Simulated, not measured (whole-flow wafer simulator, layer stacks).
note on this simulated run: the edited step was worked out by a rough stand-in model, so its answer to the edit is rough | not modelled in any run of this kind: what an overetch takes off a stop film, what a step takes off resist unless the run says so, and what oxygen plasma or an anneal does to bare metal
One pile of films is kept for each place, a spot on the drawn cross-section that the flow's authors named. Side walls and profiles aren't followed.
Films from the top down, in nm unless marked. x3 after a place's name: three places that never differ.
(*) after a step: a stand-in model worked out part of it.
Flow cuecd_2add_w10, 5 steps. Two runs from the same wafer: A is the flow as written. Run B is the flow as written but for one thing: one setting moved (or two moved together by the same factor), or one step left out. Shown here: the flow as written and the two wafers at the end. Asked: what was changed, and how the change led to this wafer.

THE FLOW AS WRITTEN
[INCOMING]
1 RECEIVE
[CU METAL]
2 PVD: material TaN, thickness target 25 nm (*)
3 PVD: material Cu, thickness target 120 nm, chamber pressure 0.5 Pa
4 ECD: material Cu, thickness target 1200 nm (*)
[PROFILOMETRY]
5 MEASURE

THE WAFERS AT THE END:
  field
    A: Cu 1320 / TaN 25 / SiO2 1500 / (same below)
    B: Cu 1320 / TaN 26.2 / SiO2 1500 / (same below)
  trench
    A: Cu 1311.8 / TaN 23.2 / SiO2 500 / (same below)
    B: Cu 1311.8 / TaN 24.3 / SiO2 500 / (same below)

The cause: step 2, PVD: thickness target 26.2 nm was run, where the flow has thickness target 25 nm.
It can be read off the wafer: field has TaN 26.2, and step 2 as written asks for 25 nm.

How the change led to this, step by step:
  2 PVD: material TaN, thickness target 25 nm (*)
      field: A TaN +25 (new film) | B TaN +26.2 (new film)
      trench: A TaN +23.2 (new film) | B TaN +24.3 (new film)
